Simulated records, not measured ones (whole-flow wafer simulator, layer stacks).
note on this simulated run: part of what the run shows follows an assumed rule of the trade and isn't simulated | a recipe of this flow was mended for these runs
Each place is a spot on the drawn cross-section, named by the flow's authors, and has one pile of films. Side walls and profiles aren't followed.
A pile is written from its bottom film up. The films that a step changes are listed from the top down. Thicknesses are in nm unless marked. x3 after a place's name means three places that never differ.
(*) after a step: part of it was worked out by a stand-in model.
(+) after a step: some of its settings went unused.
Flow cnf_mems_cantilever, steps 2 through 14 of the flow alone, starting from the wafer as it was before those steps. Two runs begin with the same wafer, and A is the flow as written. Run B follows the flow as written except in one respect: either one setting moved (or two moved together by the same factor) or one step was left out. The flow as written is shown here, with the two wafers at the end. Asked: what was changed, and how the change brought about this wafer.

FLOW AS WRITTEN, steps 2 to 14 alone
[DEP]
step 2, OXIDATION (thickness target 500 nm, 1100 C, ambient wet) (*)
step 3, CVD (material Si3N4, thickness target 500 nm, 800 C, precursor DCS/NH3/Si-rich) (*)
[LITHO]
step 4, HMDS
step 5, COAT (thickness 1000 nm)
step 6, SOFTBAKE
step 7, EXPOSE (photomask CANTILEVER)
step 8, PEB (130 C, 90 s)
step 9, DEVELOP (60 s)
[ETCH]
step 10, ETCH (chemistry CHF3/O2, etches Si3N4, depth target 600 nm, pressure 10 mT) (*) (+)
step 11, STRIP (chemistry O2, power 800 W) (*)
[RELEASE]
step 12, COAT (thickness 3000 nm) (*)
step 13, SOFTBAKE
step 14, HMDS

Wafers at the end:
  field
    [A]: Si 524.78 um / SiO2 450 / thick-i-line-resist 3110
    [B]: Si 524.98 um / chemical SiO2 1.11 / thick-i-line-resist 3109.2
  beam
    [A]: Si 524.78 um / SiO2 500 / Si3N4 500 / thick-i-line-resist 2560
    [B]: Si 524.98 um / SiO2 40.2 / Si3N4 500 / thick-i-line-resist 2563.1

The reason: step 2, OXIDATION: 852 C was run, while the flow as written has 1100 C.

The path from the change to this, step by step:
  step 2, OXIDATION (thickness target 500 nm, 1100 C, ambient wet) (*)
      field, beam: A SiO2 gains 500 (new film), chemical SiO2 loses 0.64 (all of it), Si loses 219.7 | B SiO2 gains 40.2 (new film), chemical SiO2 loses 0.64 (all of it), Si loses 17.4
  step 10, ETCH (chemistry CHF3/O2, etches Si3N4, depth target 600 nm, pressure 10 mT) (*) (+)
      field: A Si3N4 loses 500 (all of it), SiO2 loses 50 | B Si3N4 loses 500 (all of it), SiO2 loses 40.2 (all of it), Si loses 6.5
  step 11, STRIP (chemistry O2, power 800 W) (*)
      field: A nothing | B chemical SiO2 gains 1.11 (new film), Si loses 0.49
